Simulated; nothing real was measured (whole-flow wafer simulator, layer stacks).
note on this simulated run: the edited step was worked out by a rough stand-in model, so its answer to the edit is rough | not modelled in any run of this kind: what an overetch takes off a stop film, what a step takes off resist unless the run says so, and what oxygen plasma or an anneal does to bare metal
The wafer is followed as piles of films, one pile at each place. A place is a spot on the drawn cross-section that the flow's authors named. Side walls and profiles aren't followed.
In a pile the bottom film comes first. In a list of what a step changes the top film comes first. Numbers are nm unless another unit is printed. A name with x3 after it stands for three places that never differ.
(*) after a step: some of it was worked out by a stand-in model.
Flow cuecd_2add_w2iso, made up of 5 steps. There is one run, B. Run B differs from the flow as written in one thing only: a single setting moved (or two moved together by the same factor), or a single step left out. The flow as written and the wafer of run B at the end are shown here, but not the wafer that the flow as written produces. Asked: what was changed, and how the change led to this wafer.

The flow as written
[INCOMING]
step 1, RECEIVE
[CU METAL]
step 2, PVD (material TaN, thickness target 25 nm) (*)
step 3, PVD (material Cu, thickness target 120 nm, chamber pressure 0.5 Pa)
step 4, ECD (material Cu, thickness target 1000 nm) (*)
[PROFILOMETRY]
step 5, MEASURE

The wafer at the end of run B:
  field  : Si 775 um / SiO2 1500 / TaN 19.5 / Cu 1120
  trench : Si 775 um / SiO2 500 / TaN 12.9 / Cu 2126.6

The reason: step 2, PVD: thickness target 19.5 nm was run, while the flow as written has thickness target 25 nm.
One can read it off the wafer: field has TaN 19.5, and step 2 as written asks for 25 nm.

The path from the change to this, step by step:
  step 2, PVD (material TaN, thickness target 25 nm) (*)
      field: TaN gains 19.5 (new film) (in the flow as written it would be: TaN gains 25 (new film))
      trench: TaN gains 12.9 (new film) (in the flow as written it would be: TaN gains 16.6 (new film))
